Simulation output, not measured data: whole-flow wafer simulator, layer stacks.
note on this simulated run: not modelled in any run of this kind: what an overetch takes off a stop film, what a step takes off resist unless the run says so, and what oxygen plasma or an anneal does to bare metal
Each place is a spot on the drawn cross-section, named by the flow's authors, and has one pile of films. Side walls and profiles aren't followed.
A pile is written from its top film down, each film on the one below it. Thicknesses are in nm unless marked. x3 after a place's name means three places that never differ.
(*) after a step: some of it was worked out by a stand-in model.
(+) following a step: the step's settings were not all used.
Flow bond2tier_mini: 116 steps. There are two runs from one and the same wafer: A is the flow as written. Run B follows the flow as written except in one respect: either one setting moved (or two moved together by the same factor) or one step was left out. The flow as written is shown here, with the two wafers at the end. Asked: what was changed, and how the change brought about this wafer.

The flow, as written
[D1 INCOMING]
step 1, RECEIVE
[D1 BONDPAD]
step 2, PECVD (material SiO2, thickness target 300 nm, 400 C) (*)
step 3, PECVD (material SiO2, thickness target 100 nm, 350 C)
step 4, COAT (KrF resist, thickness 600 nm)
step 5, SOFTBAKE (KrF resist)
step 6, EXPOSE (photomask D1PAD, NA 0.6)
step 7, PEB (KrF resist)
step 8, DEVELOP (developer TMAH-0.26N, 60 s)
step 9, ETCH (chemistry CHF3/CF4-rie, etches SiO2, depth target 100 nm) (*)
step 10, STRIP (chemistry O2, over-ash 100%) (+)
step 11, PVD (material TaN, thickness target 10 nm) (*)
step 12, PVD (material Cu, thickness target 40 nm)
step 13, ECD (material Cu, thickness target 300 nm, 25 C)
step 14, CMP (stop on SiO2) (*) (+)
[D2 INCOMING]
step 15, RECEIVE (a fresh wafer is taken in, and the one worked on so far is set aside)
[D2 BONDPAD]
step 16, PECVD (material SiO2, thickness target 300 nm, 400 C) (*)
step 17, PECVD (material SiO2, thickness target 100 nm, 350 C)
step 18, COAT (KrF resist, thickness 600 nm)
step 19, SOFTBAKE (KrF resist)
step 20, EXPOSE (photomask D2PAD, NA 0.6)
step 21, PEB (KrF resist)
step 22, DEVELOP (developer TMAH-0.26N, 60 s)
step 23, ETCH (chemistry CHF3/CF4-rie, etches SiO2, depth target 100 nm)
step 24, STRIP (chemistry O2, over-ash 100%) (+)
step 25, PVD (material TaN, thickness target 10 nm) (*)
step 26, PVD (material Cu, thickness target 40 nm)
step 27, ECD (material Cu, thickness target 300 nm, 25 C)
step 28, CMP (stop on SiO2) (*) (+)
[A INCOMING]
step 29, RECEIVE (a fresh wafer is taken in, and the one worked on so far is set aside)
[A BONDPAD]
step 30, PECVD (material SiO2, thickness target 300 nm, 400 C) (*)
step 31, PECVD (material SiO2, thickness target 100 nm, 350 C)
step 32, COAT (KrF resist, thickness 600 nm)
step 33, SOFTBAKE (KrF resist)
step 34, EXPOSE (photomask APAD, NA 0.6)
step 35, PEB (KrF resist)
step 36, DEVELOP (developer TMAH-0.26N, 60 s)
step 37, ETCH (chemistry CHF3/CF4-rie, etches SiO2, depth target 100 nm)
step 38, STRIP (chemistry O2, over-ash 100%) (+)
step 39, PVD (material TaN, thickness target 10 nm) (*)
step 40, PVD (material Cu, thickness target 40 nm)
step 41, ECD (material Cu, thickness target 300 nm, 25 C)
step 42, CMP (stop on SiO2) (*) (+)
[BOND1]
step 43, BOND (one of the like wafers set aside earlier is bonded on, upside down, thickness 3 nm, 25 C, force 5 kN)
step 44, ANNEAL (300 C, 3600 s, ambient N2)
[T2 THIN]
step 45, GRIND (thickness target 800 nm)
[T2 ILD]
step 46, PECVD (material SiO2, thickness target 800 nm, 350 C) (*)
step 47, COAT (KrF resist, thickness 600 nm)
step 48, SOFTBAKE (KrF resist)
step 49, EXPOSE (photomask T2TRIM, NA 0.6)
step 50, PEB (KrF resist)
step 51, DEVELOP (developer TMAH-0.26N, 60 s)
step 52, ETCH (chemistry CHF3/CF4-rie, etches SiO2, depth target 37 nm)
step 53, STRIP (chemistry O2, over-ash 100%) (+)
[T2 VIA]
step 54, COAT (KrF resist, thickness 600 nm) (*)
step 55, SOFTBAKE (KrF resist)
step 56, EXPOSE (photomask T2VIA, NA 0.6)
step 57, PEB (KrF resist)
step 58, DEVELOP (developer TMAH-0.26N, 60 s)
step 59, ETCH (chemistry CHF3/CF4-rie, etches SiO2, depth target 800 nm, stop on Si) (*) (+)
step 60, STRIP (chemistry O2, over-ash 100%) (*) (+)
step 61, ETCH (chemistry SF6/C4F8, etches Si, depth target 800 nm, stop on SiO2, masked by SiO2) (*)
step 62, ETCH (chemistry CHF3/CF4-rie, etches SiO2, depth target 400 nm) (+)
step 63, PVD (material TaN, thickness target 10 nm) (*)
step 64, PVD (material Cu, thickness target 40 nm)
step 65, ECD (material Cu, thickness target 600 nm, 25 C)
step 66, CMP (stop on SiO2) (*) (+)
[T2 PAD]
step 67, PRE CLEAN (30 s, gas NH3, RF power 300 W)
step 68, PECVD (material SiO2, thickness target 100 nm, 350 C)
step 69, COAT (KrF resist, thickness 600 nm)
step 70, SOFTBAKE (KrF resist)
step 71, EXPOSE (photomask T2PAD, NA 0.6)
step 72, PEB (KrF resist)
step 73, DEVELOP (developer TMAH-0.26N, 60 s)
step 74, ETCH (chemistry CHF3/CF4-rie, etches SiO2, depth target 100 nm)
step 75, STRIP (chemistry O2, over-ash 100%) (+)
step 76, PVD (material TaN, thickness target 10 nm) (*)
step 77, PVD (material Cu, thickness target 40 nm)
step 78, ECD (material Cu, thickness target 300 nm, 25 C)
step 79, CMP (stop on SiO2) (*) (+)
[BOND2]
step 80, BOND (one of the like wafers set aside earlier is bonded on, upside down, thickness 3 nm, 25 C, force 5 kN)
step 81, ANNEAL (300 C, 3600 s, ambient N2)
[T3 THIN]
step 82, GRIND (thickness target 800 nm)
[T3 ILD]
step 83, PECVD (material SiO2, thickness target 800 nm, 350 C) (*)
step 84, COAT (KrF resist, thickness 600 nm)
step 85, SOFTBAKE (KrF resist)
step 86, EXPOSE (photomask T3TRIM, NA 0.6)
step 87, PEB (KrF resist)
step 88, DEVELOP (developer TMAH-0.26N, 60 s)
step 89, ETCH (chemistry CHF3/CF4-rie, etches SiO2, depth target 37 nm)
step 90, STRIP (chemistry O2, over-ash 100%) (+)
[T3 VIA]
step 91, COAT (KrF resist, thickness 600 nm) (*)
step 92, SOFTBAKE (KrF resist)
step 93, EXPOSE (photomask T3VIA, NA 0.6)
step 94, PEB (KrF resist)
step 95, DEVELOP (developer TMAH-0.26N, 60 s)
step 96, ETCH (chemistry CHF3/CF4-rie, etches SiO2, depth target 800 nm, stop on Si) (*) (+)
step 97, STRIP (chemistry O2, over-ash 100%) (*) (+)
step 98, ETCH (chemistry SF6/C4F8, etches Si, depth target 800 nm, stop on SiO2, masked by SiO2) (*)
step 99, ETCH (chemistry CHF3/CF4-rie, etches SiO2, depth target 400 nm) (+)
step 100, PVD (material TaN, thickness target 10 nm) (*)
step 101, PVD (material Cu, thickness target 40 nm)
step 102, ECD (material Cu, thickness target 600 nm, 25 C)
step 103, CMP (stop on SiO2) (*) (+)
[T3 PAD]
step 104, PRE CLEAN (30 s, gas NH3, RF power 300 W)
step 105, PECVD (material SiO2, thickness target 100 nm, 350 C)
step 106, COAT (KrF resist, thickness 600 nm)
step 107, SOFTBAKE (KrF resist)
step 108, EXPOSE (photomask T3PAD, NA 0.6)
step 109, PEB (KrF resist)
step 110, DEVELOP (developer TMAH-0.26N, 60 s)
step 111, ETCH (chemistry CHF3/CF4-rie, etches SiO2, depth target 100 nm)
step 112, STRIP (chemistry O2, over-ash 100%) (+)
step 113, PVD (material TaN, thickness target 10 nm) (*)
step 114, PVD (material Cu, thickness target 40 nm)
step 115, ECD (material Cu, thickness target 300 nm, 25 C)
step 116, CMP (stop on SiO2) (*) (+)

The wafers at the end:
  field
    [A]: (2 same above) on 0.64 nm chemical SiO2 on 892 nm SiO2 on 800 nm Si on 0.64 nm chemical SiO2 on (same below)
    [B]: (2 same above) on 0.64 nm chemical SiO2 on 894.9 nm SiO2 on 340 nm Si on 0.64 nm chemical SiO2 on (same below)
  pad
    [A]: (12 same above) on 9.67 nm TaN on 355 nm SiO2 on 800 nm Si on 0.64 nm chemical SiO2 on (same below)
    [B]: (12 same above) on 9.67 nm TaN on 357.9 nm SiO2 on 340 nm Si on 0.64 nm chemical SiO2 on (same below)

Cause: step 45, GRIND: thickness target 340 nm was run, while the flow as written has thickness target 800 nm.
The wafer lets one read it off: field has Si 340, and step 45 as written asks for 800 nm.

How this came from the change, step by step:
  step 45, GRIND (thickness target 800 nm)
      field, pad, via: A -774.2 um Si | B -774.66 um Si
  step 61, ETCH (chemistry SF6/C4F8, etches Si, depth target 800 nm, stop on SiO2, masked by SiO2) (*)
      field, pad: A -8 SiO2 | B -5.1 SiO2
